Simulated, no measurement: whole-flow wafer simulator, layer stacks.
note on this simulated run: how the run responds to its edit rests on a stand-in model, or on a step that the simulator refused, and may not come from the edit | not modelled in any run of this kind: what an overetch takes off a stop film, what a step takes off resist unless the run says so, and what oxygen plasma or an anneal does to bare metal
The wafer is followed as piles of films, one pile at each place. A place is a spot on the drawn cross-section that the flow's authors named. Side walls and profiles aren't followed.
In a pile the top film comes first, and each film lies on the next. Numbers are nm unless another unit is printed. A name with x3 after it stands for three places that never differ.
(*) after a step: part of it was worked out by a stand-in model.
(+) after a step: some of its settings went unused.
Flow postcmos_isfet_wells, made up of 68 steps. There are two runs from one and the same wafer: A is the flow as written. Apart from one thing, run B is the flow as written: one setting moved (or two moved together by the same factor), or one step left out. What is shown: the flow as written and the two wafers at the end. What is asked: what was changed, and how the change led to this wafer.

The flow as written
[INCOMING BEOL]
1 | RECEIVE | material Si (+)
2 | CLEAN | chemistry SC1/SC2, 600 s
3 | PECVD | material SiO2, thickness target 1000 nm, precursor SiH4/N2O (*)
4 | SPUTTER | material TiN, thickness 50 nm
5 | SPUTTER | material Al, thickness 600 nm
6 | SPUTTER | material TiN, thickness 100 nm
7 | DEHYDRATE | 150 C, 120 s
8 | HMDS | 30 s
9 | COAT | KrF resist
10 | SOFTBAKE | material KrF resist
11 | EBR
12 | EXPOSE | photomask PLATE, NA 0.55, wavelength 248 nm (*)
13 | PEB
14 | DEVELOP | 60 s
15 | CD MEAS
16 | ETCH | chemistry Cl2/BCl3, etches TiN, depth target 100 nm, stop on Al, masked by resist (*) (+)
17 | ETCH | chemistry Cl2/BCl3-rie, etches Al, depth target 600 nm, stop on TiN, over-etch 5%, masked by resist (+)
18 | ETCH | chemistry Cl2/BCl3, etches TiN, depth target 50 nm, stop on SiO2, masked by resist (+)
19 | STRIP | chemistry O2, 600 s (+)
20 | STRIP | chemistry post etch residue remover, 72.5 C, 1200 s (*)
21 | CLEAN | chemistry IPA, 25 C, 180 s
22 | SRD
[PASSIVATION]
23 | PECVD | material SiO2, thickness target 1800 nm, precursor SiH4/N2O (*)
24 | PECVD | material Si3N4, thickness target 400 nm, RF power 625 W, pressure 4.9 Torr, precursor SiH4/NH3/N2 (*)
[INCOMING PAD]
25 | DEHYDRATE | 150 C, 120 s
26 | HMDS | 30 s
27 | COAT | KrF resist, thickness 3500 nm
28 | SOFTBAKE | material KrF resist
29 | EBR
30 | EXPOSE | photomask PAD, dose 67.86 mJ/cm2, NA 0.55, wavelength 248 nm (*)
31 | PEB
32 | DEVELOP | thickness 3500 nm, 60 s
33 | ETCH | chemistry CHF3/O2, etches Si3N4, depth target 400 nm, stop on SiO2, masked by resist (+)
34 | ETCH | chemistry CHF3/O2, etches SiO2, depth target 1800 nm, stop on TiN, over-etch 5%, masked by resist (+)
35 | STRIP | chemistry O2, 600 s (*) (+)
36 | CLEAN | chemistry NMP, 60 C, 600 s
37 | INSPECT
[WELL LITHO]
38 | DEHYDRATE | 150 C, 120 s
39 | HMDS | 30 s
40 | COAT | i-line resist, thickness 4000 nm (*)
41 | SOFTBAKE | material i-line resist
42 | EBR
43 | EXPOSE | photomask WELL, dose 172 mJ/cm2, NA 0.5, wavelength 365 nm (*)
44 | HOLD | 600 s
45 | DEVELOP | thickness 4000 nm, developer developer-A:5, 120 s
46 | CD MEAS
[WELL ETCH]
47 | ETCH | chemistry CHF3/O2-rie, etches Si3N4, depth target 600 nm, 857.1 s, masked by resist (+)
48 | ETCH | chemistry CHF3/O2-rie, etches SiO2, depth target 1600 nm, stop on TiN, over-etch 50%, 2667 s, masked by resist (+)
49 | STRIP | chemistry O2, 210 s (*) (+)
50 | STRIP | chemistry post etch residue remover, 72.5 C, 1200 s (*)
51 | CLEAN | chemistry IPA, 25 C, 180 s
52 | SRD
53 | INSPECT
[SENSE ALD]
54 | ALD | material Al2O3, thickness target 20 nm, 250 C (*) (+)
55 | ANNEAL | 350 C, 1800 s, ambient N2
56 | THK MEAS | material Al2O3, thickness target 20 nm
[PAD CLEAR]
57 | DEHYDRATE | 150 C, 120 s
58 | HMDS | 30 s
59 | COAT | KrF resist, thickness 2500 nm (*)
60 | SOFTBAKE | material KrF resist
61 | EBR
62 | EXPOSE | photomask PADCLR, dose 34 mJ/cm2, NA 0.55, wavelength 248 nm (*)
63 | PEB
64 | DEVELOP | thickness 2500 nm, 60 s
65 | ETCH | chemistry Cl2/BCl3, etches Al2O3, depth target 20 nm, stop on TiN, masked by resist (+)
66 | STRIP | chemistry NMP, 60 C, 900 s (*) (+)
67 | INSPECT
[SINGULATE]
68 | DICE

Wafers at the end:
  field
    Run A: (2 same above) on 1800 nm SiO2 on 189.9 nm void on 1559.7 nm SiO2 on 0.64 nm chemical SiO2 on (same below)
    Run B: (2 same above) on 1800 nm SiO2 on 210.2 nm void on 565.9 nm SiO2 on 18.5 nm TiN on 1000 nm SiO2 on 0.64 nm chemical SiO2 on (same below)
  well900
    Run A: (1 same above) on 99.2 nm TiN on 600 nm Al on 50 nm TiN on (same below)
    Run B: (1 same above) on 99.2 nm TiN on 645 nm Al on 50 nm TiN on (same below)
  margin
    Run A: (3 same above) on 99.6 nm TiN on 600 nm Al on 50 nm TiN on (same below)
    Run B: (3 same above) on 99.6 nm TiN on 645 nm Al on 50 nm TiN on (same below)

Cause: step 5, SPUTTER: thickness 645 nm was run, whereas the flow has thickness 600 nm.
The wafer itself shows it: well900 has Al 645, and step 5 as written asks for 600 nm.

The path from the change to this, step by step:
  5 | SPUTTER | material Al, thickness 600 nm
      field, margin, well900, well1300 x3, pad_rim, pad_clr, pad_open: A +600 Al (new film) | B +645 Al (new film)
  17 | ETCH | chemistry Cl2/BCl3-rie, etches Al, depth target 600 nm, stop on TiN, over-etch 5%, masked by resist (+)
      field: A -600 Al (all of it) | B -600 Al
  18 | ETCH | chemistry Cl2/BCl3, etches TiN, depth target 50 nm, stop on SiO2, masked by resist (+)
      field: A -50 TiN (all of it) | B -45 Al (all of it), -31.1 TiN
  23 | PECVD | material SiO2, thickness target 1800 nm, precursor SiH4/N2O (*)
      field: A +1800 SiO2 (new film), +189.9 void (new film), +559.7 SiO2 | B +1800 SiO2 (new film), +210.2 void (new film), +565.9 SiO2 (new film)
With metal films that touch counted as one body, field has 1 body; the flow as written gives 0 bodies.
